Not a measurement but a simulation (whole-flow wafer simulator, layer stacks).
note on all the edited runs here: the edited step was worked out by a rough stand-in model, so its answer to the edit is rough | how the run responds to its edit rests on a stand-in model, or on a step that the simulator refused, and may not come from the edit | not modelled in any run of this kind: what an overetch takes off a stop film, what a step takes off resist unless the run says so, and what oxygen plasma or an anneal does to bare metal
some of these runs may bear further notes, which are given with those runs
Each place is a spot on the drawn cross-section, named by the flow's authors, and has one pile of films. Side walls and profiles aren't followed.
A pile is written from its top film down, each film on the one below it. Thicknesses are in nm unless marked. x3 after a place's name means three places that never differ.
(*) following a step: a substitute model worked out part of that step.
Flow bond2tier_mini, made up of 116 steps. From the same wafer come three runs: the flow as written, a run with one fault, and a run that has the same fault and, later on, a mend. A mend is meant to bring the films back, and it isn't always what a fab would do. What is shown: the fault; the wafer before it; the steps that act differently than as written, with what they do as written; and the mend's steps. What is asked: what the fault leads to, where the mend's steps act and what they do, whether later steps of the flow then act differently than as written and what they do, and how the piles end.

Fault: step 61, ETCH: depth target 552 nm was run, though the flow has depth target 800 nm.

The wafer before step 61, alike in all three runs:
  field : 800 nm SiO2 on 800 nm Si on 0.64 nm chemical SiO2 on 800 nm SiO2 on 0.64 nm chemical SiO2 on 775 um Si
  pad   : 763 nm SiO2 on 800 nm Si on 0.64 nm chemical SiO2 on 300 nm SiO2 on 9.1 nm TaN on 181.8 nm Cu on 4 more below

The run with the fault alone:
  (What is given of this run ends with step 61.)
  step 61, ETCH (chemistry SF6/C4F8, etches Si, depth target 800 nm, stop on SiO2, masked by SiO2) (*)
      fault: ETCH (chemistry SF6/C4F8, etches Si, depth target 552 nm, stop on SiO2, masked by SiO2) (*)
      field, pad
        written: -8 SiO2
        fault: -5.52 SiO2
  The piles after step 61 are only slightly different from the flow's at the places that both follow, by no more than 2% or 0.5 nm, whichever is larger.

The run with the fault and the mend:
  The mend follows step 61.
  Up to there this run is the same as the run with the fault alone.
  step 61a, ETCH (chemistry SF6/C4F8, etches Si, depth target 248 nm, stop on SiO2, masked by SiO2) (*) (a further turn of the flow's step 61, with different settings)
      field, pad
        -2.48 SiO2
  Later steps of the flow that are run all act as written at every place that is followed.
  The piles end the same as the flow's at every place that both follow.
